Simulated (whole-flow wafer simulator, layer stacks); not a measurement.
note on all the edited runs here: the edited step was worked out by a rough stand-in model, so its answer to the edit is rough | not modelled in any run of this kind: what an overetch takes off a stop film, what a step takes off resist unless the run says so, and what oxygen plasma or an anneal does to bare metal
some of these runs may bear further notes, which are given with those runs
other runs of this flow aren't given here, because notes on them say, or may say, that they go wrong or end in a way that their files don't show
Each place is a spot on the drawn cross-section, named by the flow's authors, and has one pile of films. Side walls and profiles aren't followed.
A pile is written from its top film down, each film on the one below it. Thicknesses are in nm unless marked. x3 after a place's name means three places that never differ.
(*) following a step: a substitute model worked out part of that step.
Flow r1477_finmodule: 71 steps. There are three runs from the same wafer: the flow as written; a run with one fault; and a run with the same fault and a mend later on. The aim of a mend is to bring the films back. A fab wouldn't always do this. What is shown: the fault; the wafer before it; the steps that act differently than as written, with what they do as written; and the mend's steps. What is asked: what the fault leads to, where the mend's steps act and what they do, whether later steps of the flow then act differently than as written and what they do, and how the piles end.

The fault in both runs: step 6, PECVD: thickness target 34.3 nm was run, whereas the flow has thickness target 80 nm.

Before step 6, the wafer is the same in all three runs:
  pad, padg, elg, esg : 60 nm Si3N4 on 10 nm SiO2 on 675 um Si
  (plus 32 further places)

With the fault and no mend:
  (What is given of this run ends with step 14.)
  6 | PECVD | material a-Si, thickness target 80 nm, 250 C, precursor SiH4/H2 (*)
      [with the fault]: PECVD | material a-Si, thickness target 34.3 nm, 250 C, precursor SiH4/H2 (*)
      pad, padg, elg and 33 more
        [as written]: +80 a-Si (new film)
        [with the fault]: +34.3 a-Si (new film)
  Later steps of the flow up to step 14 that are run all act as written at every place that is followed.
  The piles after step 14 differ from the flow's at pad, padg, elg and 33 more by more than 2% or 0.5 nm, whichever is larger.
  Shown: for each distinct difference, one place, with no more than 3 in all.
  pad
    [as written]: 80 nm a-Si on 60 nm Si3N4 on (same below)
    [with the fault]: 34.3 nm a-Si on 60 nm Si3N4 on (same below)
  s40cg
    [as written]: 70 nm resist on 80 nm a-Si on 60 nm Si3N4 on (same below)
    [with the fault]: 70 nm resist on 34.3 nm a-Si on 60 nm Si3N4 on (same below)

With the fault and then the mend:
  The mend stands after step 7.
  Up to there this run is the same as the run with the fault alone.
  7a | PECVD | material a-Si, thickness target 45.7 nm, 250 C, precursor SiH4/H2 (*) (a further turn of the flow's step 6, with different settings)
      pad, padg, elg and 33 more
        +45.7 a-Si
  Later steps of the flow that are run all act as written at every place that is followed.
  By the end, the piles equal the flow's at every place that both follow.
